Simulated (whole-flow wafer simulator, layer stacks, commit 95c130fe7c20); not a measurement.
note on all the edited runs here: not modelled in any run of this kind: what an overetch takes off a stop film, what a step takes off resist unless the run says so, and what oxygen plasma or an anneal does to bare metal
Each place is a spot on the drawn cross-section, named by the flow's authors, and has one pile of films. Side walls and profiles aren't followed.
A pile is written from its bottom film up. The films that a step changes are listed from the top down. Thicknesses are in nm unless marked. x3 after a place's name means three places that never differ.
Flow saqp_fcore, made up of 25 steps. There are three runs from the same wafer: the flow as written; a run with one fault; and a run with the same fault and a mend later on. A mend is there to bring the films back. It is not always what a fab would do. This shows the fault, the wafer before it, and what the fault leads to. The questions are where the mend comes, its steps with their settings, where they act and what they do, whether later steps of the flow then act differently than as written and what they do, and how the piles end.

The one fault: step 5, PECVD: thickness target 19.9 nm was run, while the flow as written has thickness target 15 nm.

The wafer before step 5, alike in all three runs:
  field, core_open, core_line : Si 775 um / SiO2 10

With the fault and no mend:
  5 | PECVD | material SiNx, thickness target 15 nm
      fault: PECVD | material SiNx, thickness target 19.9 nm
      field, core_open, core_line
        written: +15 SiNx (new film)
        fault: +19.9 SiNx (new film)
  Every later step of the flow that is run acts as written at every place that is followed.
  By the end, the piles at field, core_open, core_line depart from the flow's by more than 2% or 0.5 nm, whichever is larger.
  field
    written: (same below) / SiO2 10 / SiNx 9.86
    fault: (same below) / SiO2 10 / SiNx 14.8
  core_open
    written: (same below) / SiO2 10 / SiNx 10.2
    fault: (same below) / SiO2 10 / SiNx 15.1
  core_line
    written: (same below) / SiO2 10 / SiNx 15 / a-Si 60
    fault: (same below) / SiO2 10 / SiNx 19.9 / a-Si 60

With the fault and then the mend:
  The mend stands after step 5.
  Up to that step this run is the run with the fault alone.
  5a | ETCH | chemistry h3po4, depth target 4.9 nm
      field, core_open, core_line
        -4.9 SiNx
  Every later step of the flow that is run acts as written at every place that is followed.
  At every place that both follow, the piles at the end match the flow's.
